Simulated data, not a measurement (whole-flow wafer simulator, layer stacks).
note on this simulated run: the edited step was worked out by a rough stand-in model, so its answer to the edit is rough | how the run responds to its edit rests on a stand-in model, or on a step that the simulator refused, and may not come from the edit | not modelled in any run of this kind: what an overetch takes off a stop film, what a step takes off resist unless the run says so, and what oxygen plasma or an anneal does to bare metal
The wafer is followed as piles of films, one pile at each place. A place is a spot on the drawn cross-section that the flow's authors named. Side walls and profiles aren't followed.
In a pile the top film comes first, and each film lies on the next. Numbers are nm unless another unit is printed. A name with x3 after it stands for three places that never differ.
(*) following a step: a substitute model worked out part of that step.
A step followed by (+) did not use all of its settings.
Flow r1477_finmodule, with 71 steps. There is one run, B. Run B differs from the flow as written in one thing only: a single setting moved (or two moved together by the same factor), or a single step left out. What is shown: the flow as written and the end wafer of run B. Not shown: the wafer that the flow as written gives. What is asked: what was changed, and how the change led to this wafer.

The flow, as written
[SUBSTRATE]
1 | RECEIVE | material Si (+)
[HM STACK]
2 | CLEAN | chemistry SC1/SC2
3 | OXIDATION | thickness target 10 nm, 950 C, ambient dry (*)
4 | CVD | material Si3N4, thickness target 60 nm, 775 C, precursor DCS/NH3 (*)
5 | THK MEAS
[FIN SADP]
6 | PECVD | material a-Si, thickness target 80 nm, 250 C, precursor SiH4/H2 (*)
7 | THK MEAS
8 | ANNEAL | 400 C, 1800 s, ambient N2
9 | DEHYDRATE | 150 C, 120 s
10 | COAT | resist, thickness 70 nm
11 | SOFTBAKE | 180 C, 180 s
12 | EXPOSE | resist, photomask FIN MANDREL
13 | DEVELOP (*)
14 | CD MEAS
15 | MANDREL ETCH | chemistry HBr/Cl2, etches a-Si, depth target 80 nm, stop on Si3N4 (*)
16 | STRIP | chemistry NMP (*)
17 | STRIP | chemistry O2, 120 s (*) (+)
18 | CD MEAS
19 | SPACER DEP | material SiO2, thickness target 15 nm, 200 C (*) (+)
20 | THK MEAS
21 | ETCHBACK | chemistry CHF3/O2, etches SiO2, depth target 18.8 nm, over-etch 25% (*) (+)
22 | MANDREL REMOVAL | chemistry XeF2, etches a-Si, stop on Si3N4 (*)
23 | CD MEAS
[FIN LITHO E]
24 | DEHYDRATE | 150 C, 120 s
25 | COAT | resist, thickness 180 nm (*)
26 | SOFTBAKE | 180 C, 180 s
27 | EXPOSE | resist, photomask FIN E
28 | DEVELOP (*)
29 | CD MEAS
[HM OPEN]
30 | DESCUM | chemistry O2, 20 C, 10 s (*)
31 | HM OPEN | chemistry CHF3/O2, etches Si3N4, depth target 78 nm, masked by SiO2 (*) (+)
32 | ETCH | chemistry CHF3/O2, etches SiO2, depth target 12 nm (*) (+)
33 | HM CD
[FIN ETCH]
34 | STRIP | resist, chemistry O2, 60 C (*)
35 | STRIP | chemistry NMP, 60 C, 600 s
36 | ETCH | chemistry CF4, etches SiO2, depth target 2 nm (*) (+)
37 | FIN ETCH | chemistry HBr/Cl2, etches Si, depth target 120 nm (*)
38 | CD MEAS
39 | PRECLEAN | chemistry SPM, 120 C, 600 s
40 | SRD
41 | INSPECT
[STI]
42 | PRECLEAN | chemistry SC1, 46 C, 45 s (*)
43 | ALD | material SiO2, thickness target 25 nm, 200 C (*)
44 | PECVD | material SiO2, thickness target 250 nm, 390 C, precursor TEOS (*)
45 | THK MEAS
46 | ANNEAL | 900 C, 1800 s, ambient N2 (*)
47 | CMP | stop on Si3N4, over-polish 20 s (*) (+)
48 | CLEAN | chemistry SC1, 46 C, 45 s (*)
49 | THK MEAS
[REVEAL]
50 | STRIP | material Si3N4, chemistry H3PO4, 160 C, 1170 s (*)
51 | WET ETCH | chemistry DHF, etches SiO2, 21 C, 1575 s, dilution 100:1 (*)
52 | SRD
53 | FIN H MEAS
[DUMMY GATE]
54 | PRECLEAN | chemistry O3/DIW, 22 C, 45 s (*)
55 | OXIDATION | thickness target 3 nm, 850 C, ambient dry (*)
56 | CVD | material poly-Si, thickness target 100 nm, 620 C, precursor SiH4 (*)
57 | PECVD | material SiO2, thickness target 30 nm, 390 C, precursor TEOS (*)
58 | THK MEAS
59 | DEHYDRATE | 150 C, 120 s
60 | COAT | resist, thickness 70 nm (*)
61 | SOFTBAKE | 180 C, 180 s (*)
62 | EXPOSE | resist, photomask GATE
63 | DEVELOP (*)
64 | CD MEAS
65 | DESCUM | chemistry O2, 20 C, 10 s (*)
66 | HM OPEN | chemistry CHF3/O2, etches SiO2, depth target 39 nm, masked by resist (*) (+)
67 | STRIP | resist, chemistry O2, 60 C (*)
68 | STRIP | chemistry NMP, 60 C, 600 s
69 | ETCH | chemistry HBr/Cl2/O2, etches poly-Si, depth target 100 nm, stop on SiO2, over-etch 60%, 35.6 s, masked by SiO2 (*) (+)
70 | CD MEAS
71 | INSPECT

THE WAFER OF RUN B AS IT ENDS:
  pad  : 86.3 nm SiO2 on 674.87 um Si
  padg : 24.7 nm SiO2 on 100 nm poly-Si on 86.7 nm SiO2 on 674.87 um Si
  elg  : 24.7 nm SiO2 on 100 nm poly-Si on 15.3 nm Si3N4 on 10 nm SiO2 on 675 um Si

What caused this: step 4, CVD: thickness target 43.5 nm was run, though the flow has thickness target 60 nm.

Step by step, how the change led to this:
  4 | CVD | material Si3N4, thickness target 60 nm, 775 C, precursor DCS/NH3 (*)
      pad, padg, elg and 33 more: Si3N4 gains 43.5 (new film) (it would be, as written: Si3N4 gains 60 (new film))
  31 | HM OPEN | chemistry CHF3/O2, etches Si3N4, depth target 78 nm, masked by SiO2 (*) (+)
      pad, padg, esg and 13 more: Si3N4 loses 39.9 (all of it), SiO2 loses 10 (all of it) (it would be, as written: Si3N4 loses 56.4 (all of it), SiO2 loses 10 (all of it))
      elg, e40lg, e100lg, e200lg, elo, e40lo, e100lo, e200lo: resist loses 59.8 (it would be, as written: resist loses 78)
      (and at 12 other places as well)
  32 | ETCH | chemistry CHF3/O2, etches SiO2, depth target 12 nm (*) (+)
      s40cg, s45cg, s50cg, s40co, s45co, s50co: SiO2 loses 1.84 (all of it), Si loses 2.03 (it would be, as written: SiO2 loses 1 (all of it), Si loses 2.2)
  34 | STRIP | resist, chemistry O2, 60 C (*)
      elg, e40lg, e100lg, e200lg, elo, e40lo, e100lo, e200lo: resist loses 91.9 (all of it) (it would be, as written: resist loses 73.8 (all of it))
  43 | ALD | material SiO2, thickness target 25 nm, 200 C (*)
      s40cg, s45cg, s50cg, s40co, s45co, s50co: SiO2 gains 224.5 (new film) (it would be, as written: SiO2 gains 232.1 (new film))
      esg: SiO2 gains 177.7 (new film) (it would be, as written: SiO2 gains 194.3 (new film))
  47 | CMP | stop on Si3N4, over-polish 20 s (*) (+)
      pad, padg, e40sg and 11 more: SiO2 loses 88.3 (it would be, as written: SiO2 loses 71.8)
      s40cg, s45cg, s50cg, s40co, s45co, s50co: SiO2 loses 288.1 (it would be, as written: SiO2 loses 279)
      (and at 7 other places as well)
  50 | STRIP | material Si3N4, chemistry H3PO4, 160 C, 1170 s (*)
      s40sg_line, s45sg_line, s50sg_line, s40so_line, s45so_line, s50so_line: Si3N4 loses 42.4 (all of it), SiO2 loses 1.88 (it would be, as written: Si3N4 loses 58.9 (all of it), SiO2 loses 1.37)
  51 | WET ETCH | chemistry DHF, etches SiO2, 21 C, 1575 s, dilution 100:1 (*)
      s40sg_line, s45sg_line, s50sg_line, s40so_line, s45so_line, s50so_line: SiO2 loses 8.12 (all of it) (it would be, as written: SiO2 loses 8.63 (all of it))
  56 | CVD | material poly-Si, thickness target 100 nm, 620 C, precursor SiH4 (*)
      s40cg, s40co: poly-Si gains 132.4 (new film) (it would be, as written: poly-Si gains 113.9 (new film))
      s45cg, s45co: poly-Si gains 132.4 (new film) (it would be, as written: poly-Si gains 113.4 (new film))
      (and at 2 other places as well)
  60 | COAT | resist, thickness 70 nm (*)
      s40cg, s40co: resist gains 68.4 (new film) (it would be, as written: resist gains 70.6 (new film))
      s40sg, s40so: resist gains 107.3 (new film) (it would be, as written: resist gains 91 (new film))
      (and at 8 other places as well)
  63 | DEVELOP (*)
      s40co: resist loses 68.4 (all of it) (it would be, as written: resist loses 70.6 (all of it))
      s40so: resist loses 107.3 (all of it) (it would be, as written: resist loses 91 (all of it))
      (and at 4 other places as well)
  67 | STRIP | resist, chemistry O2, 60 C (*)
      s40cg: resist loses 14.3 (all of it) (it would be, as written: resist loses 16.5 (all of it))
      s40sg: resist loses 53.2 (all of it) (it would be, as written: resist loses 36.9 (all of it))
      (and at 4 other places as well)
  69 | ETCH | chemistry HBr/Cl2/O2, etches poly-Si, depth target 100 nm, stop on SiO2, over-etch 60%, 35.6 s, masked by SiO2 (*) (+)
      s40co: chemical SiO2 loses 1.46 (all of it), poly-Si loses 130 (all of it), SiO2 loses 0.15 (it would be, as written: chemical SiO2 loses 1.46 (all of it), poly-Si loses 111.5 (all of it), SiO2 loses 0.24)
      s45co: chemical SiO2 loses 1.46 (all of it), poly-Si loses 130 (all of it), SiO2 loses 0.15 (it would be, as written: chemical SiO2 loses 1.46 (all of it), poly-Si loses 110.9 (all of it), SiO2 loses 0.25)
      (and at 1 other place as well)
